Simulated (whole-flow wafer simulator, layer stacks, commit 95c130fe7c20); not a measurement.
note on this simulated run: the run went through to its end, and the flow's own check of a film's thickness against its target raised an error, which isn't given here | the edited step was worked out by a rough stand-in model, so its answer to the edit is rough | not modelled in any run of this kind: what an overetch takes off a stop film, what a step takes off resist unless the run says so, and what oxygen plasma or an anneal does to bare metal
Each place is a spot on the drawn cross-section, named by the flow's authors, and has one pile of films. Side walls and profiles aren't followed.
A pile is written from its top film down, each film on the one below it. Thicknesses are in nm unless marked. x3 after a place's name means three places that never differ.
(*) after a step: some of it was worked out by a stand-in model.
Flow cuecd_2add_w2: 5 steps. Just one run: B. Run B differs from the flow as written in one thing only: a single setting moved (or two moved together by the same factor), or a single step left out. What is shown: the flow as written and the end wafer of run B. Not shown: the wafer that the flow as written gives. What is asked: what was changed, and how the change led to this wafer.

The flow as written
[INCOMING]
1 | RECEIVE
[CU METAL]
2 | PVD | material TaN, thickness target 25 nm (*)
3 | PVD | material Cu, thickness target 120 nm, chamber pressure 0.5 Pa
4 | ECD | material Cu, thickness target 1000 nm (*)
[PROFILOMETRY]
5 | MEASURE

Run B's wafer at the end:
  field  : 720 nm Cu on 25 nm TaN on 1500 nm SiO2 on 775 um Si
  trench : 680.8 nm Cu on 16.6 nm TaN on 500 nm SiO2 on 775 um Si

What caused this: step 4, ECD: thickness target 600 nm was run, while the flow as written has thickness target 1000 nm.

Step by step, how the change led to this:
  4 | ECD | material Cu, thickness target 1000 nm (*)
      field: Cu gains 600 (in the flow as written it would be: Cu gains 1000)
      trench: Cu gains 600 (in the flow as written it would be: Cu gains 2047.6)
